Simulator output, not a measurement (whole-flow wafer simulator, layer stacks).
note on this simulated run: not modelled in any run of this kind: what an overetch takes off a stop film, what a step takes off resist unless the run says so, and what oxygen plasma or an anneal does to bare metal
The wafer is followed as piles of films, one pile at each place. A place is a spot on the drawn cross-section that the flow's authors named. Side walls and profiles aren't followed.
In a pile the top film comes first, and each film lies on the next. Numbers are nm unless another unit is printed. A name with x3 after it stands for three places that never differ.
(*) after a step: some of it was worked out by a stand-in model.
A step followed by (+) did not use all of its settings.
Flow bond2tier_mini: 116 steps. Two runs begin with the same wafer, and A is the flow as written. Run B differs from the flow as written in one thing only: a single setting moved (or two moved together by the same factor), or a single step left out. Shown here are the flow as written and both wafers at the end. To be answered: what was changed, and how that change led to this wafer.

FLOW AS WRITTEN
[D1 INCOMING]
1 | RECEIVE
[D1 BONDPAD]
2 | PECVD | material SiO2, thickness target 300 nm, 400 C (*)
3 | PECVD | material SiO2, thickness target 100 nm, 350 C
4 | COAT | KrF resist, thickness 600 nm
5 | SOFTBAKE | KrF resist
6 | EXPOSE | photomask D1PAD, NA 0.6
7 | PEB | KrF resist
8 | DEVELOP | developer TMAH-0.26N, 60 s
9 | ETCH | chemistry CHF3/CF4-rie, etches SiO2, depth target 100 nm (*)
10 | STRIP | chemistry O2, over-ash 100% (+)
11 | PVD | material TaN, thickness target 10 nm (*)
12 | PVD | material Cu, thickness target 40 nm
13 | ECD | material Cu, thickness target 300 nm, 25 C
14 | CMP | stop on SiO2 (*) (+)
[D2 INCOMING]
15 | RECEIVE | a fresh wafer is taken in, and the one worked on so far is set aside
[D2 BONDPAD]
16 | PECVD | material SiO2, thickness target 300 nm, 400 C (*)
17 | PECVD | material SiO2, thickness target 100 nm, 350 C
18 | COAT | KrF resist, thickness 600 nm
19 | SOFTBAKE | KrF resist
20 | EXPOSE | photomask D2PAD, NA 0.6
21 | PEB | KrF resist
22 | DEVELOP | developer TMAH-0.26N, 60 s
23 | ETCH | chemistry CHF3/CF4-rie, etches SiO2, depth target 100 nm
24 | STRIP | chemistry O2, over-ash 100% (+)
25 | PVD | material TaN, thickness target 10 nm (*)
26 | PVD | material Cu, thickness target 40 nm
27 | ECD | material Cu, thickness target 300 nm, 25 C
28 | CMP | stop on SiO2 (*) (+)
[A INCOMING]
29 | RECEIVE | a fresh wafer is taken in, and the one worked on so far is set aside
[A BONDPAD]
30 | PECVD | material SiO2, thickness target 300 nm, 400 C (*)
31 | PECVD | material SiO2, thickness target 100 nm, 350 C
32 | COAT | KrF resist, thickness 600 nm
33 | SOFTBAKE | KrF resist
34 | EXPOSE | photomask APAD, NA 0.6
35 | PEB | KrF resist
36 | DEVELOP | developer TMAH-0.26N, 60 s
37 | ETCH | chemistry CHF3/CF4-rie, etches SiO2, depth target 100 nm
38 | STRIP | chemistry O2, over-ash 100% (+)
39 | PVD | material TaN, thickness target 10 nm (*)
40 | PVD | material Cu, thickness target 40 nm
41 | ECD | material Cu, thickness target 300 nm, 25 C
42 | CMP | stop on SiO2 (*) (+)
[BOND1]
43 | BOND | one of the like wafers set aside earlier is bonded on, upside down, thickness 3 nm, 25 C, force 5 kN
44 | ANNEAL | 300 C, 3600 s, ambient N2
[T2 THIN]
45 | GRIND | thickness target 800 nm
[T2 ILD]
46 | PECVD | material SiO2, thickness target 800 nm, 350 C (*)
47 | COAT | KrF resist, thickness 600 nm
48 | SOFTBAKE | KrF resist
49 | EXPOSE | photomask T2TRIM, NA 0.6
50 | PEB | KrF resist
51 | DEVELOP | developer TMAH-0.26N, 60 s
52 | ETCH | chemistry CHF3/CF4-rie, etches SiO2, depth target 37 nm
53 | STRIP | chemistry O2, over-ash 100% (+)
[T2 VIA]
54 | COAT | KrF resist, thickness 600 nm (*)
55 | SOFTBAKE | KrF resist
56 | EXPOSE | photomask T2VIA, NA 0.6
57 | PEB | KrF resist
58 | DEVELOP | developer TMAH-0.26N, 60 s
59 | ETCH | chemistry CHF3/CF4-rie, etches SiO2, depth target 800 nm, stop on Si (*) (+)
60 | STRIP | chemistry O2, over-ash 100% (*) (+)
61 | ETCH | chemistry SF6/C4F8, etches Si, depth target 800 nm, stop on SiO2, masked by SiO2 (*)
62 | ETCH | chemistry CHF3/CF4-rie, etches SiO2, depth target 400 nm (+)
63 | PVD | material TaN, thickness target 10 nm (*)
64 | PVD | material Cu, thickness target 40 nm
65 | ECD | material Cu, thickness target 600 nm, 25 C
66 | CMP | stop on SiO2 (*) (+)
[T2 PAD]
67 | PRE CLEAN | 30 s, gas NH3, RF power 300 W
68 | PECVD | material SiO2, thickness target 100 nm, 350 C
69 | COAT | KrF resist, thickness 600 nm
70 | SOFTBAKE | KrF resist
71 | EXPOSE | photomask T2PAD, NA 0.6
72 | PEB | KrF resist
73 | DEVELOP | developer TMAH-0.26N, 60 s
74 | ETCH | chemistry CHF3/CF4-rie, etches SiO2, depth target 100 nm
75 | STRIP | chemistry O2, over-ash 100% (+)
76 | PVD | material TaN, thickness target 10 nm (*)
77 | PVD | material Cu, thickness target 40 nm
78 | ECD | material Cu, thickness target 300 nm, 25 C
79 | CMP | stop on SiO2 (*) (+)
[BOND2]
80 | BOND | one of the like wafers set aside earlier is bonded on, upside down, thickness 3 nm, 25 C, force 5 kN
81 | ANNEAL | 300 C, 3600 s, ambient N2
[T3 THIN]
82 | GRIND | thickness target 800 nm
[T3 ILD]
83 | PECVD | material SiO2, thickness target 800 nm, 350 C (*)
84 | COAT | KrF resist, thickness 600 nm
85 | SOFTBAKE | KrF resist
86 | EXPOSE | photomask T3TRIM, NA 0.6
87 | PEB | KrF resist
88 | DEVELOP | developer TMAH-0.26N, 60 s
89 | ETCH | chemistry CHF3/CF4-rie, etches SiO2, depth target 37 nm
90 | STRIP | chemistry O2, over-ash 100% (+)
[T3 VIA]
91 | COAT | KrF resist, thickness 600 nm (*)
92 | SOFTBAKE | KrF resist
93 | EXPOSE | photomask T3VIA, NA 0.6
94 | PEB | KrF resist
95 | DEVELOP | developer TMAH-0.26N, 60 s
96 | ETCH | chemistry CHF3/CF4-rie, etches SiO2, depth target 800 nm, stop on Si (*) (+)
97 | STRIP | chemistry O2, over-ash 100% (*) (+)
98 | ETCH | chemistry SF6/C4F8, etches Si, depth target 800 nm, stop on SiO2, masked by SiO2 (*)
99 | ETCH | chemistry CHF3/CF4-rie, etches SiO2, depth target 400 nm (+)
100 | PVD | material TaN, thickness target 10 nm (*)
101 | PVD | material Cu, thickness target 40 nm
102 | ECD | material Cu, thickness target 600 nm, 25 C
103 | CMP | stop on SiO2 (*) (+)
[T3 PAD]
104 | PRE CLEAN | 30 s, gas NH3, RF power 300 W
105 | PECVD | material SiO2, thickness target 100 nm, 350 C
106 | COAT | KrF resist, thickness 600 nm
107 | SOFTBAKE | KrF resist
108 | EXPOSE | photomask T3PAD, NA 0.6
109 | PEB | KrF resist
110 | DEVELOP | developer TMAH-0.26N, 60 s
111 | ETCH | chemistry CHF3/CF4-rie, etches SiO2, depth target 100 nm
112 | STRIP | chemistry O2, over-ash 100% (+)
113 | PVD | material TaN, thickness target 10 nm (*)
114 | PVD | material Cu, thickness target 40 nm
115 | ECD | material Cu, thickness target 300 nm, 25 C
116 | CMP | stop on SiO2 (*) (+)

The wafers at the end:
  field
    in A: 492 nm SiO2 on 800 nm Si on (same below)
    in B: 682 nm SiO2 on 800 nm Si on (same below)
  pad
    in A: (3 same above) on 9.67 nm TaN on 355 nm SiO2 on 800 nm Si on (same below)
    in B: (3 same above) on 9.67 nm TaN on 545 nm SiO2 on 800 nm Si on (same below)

Cause: step 99, ETCH: depth target 210 nm was run, while the flow as written has depth target 400 nm.

Step by step, how the change led to this:
  99 | ETCH | chemistry CHF3/CF4-rie, etches SiO2, depth target 400 nm (+)
      field, pad: A SiO2 loses 400 | B SiO2 loses 210
